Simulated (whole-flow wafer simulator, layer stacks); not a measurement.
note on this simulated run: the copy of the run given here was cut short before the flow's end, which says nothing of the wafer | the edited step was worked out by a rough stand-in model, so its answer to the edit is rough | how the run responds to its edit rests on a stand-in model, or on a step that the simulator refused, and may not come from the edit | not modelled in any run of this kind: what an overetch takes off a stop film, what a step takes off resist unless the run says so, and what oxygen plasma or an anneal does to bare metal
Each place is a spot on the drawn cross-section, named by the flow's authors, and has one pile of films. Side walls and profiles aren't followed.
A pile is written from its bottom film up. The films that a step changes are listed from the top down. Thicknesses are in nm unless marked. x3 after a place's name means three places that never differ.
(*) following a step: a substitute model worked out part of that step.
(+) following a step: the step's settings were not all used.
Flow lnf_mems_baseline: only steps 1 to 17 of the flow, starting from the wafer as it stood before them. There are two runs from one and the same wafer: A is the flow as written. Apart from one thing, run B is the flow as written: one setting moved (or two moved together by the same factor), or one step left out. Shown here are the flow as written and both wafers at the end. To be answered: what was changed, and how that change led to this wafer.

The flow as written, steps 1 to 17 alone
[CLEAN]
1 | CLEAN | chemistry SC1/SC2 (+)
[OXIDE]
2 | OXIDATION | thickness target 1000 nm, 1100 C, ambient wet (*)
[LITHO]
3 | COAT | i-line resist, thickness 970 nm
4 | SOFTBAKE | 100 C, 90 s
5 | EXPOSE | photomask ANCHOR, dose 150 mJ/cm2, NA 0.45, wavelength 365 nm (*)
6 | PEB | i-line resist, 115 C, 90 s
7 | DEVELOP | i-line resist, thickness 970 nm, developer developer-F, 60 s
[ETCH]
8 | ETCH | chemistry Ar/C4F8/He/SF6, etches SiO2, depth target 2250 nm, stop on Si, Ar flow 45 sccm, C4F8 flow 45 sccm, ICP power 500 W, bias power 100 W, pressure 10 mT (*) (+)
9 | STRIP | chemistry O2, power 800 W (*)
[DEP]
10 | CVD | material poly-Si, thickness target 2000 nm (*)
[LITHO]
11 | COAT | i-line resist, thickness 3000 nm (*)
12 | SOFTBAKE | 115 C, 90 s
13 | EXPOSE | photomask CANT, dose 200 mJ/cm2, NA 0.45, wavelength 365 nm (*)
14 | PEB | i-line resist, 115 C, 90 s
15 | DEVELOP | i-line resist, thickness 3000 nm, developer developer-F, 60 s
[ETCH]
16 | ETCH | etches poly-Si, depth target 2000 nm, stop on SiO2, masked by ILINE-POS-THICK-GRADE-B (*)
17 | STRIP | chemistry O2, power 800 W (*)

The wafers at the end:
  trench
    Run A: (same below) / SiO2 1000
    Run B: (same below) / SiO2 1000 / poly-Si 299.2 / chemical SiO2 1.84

The reason: step 16, ETCH: depth target 1700 nm was run, though the flow has depth target 2000 nm.

The path from the change to this, step by step:
  16 | ETCH | etches poly-Si, depth target 2000 nm, stop on SiO2, masked by ILINE-POS-THICK-GRADE-B (*)
      trench, char_slit: A poly-Si loses 2000 (all of it) | B poly-Si loses 1700
      field, anchor, beam: A i-line resist loses 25 | B i-line resist loses 21.2
  17 | STRIP | chemistry O2, power 800 W (*)
      trench, char_slit: A nothing | B chemical SiO2 gains 1.84 (new film), poly-Si loses 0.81
